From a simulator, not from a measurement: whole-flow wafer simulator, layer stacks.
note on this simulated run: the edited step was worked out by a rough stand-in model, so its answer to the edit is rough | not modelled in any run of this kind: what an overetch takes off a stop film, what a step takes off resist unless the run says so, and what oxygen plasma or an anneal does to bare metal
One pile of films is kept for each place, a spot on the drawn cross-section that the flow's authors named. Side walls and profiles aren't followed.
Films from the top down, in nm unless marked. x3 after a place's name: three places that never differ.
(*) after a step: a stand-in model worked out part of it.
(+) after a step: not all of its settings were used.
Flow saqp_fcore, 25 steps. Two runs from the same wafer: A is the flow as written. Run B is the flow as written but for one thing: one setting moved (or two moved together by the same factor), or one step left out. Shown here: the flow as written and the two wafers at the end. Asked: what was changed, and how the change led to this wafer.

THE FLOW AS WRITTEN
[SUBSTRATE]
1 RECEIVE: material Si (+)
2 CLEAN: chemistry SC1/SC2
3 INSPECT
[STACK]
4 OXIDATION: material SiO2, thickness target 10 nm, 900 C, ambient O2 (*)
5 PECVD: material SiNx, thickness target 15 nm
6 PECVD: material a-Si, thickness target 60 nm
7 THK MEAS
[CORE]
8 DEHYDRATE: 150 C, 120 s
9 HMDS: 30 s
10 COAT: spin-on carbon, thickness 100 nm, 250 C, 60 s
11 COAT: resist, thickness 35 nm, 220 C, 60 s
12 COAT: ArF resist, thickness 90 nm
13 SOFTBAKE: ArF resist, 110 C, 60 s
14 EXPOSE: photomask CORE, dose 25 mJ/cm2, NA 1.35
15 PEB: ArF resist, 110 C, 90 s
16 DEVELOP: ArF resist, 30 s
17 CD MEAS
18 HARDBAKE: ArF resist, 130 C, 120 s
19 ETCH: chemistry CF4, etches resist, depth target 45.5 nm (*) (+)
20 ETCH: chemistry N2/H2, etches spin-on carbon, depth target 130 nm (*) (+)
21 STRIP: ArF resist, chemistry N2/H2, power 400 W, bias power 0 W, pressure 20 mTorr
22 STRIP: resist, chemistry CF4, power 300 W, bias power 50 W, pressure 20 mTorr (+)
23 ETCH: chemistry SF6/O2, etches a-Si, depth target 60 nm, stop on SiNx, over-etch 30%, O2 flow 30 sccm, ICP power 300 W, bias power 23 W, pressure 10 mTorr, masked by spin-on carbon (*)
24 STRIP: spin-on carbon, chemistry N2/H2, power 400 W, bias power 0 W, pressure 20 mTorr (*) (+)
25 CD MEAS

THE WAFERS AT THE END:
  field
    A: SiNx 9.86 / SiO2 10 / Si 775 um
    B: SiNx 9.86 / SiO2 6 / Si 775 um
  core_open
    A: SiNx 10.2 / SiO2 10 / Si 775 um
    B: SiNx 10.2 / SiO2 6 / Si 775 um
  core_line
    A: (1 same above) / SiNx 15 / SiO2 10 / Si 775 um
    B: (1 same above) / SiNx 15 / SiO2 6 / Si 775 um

The cause: step 4, OXIDATION: thickness target 6 nm was run, where the flow has thickness target 10 nm.
It can be read off the wafer: field has SiO2 6, and step 4 as written asks for 10 nm.

How the change led to this, step by step:
  4 OXIDATION: material SiO2, thickness target 10 nm, 900 C, ambient O2 (*)
      field, core_open, core_line: A SiO2 +10 (new film), chemical SiO2 -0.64 (all of it), Si -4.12 | B SiO2 +6 (new film), chemical SiO2 -0.64 (all of it), Si -2.36
